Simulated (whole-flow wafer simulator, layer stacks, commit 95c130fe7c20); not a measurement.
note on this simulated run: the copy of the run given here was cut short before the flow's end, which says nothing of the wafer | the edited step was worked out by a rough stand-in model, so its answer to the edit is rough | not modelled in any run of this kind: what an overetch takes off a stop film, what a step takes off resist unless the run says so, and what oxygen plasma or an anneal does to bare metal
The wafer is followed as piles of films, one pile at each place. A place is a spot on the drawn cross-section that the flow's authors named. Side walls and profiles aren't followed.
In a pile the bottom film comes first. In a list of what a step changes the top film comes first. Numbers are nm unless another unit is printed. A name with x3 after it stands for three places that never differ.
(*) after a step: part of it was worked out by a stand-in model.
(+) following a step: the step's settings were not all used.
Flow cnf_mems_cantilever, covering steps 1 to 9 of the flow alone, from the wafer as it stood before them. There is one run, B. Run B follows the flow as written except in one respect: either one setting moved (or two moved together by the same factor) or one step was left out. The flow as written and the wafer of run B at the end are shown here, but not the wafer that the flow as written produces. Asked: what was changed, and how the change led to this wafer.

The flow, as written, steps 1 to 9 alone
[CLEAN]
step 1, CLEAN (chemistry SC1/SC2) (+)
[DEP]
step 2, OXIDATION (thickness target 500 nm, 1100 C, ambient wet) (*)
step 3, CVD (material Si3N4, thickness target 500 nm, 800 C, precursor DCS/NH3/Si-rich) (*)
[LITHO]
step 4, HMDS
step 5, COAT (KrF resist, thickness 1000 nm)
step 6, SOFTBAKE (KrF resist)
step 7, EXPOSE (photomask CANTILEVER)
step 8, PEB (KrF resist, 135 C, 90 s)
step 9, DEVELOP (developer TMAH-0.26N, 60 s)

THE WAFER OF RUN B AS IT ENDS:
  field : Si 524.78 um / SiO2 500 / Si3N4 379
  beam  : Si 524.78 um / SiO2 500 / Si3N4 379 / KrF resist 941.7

What caused this: step 3, CVD: 780 C was run, while the flow as written has 800 C.

The path from the change to this, step by step:
  step 3, CVD (material Si3N4, thickness target 500 nm, 800 C, precursor DCS/NH3/Si-rich) (*)
      field, beam: +379 Si3N4 (new film) (it would be, as written: +500 Si3N4 (new film))
